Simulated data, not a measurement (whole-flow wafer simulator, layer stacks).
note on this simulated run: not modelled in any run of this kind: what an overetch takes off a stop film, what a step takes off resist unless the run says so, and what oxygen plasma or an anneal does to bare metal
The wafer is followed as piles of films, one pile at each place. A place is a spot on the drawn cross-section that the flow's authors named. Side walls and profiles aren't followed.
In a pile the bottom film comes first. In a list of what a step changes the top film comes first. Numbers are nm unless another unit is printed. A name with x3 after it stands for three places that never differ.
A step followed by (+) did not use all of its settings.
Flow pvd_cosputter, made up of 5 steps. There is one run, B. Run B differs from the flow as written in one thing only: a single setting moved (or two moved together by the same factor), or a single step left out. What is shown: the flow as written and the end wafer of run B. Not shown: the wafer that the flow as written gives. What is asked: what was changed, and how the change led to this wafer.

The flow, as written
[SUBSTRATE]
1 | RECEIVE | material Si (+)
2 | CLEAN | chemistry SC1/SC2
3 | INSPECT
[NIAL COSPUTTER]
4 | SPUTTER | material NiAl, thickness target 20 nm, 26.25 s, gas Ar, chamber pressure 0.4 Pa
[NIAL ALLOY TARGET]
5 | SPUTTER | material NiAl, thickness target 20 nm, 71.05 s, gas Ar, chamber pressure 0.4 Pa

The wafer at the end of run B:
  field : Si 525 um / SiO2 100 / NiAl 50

The reason: step 5, SPUTTER: thickness target 30 nm was run, while the flow as written has thickness target 20 nm.

How this came from the change, step by step:
  5 | SPUTTER | material NiAl, thickness target 20 nm, 71.05 s, gas Ar, chamber pressure 0.4 Pa
      field: +30 NiAl (in the flow as written it would be: +20 NiAl)
